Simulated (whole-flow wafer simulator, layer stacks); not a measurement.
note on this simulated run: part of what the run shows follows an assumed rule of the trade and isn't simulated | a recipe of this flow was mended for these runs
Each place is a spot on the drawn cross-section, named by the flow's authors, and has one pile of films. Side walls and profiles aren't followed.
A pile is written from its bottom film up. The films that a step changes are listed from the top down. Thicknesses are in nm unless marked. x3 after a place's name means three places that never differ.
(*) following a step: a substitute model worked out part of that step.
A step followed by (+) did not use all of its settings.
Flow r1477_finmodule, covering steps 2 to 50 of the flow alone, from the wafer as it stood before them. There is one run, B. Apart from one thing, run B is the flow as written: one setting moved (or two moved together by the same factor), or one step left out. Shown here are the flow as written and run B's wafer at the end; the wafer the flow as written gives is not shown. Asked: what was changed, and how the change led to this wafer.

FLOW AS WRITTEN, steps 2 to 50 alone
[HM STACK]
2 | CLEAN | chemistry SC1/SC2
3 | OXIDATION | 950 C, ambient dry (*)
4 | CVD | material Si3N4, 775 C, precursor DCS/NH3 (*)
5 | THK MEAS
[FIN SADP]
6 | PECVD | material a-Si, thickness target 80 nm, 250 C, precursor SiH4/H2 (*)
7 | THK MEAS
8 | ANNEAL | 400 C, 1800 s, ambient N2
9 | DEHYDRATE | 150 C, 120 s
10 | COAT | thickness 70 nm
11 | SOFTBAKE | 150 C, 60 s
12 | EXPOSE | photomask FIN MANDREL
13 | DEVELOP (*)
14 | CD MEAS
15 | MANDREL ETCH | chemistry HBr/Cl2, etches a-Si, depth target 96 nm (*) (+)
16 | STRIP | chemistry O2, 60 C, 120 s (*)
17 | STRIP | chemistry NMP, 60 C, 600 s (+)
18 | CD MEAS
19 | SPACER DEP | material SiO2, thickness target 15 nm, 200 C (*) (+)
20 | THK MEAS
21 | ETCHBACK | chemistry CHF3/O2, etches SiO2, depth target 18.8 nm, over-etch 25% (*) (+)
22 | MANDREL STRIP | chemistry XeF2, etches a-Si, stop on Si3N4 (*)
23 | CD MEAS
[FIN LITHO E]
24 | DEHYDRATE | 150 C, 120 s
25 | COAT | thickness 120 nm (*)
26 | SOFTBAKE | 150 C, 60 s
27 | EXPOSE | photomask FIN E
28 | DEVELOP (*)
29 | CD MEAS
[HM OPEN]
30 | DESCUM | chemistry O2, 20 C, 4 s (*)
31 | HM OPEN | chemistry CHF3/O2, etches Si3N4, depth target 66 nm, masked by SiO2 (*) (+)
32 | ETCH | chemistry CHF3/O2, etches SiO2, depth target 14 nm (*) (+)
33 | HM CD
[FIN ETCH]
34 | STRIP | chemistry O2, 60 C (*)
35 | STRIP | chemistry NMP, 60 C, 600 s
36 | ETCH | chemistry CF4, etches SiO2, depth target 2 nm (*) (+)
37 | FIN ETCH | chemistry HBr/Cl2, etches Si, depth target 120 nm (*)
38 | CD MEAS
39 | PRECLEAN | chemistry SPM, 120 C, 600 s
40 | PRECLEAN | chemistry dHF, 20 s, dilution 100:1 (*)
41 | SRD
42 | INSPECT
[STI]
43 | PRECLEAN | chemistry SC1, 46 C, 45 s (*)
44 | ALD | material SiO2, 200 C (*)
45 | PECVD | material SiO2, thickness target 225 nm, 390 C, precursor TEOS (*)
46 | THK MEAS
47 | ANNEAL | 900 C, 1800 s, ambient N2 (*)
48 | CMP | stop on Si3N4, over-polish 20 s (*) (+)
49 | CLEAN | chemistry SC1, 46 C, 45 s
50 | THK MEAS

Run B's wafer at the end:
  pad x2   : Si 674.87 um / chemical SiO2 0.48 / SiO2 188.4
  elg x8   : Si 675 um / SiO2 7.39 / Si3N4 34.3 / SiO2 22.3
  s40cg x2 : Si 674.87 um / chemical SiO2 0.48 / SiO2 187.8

Cause: step 3, OXIDATION: 919 C was run, though the flow has 950 C.

Step by step, how the change led to this:
  3 | OXIDATION | 950 C, ambient dry (*)
      pad x2, elg x8, esg x8 and 18 more: SiO2 gains 7.39 (new film), chemical SiO2 loses 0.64 (all of it), Si loses 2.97 (as written it would have been: SiO2 gains 10 (new film), chemical SiO2 loses 0.64 (all of it), Si loses 4.12)
  32 | ETCH | chemistry CHF3/O2, etches SiO2, depth target 14 nm (*) (+)
      pad x2, esg x8, s40sg x2, s45sg x2, s50sg x2: SiO2 loses 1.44 (all of it), Si loses 2.51 (as written it would have been: SiO2 loses 4.05 (all of it), Si loses 1.99)
      s40cg x2, s45cg x2, s50cg x2: SiO2 loses 4.39 (all of it), Si loses 1.92 (as written it would have been: SiO2 loses 7 (all of it), Si loses 1.4)
  48 | CMP | stop on Si3N4, over-polish 20 s (*) (+)
      pad x2: SiO2 loses 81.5 (as written it would have been: SiO2 loses 79.4)
